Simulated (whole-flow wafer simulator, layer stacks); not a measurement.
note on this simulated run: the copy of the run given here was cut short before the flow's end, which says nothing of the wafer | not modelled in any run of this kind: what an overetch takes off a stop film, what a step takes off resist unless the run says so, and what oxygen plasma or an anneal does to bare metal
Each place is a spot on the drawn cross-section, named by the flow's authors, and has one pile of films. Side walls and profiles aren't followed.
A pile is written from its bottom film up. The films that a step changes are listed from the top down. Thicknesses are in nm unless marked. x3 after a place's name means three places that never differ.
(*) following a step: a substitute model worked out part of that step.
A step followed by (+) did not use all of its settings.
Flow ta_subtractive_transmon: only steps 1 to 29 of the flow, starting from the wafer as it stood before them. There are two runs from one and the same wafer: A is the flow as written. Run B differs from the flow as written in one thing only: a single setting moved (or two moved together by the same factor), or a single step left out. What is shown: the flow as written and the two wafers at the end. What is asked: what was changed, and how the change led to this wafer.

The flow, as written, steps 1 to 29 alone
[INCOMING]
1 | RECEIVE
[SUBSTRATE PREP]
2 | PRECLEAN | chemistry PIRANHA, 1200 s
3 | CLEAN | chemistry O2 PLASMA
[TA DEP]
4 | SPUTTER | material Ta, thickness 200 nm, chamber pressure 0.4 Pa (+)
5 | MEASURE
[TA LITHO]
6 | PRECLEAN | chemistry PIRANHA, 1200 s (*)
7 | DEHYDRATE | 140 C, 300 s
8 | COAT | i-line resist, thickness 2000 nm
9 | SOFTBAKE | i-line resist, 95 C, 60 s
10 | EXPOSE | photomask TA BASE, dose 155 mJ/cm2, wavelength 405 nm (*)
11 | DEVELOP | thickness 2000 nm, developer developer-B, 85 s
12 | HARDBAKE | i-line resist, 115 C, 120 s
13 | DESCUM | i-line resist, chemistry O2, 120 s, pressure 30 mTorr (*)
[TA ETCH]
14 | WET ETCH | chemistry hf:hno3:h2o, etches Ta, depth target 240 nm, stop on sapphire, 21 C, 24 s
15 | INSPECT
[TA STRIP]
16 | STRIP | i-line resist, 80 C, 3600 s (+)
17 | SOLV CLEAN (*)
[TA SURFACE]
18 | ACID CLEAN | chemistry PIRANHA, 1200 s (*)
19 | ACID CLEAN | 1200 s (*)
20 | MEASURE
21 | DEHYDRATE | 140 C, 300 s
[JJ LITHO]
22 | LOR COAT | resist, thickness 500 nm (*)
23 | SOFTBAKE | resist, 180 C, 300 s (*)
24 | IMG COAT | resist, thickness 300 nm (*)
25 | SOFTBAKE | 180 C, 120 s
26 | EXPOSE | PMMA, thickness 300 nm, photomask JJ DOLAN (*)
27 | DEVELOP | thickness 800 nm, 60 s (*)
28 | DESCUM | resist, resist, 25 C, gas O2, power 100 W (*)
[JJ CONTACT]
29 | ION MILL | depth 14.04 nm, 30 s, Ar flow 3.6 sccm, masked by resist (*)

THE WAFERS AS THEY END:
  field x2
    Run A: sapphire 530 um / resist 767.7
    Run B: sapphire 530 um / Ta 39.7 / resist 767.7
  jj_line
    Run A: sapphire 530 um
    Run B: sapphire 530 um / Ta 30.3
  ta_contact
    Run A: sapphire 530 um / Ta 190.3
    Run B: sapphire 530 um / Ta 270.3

What caused this: step 4, SPUTTER: thickness 280 nm was run, though the flow has thickness 200 nm.

Step by step, how the change led to this:
  4 | SPUTTER | material Ta, thickness 200 nm, chamber pressure 0.4 Pa (+)
      field x2, jj_line, lead, ta_contact, ta_pad: A +200 Ta (new film) | B +280 Ta (new film)
  14 | WET ETCH | chemistry hf:hno3:h2o, etches Ta, depth target 240 nm, stop on sapphire, 21 C, 24 s
      field x2, jj_line, lead: A -200 Ta (all of it) | B -240 Ta
  22 | LOR COAT | resist, thickness 500 nm (*)
      ta_contact: A +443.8 resist (new film) | B +433.7 resist (new film)
  29 | ION MILL | depth 14.04 nm, 30 s, Ar flow 3.6 sccm, masked by resist (*)
      jj_line, lead: A -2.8 sapphire | B -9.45 Ta
If metal films that touch count as one body, field x2 has 1 body; the flow as written gives 0 bodies.
If metal films that touch count as one body, jj_line has 1 body; the flow as written gives 0 bodies.
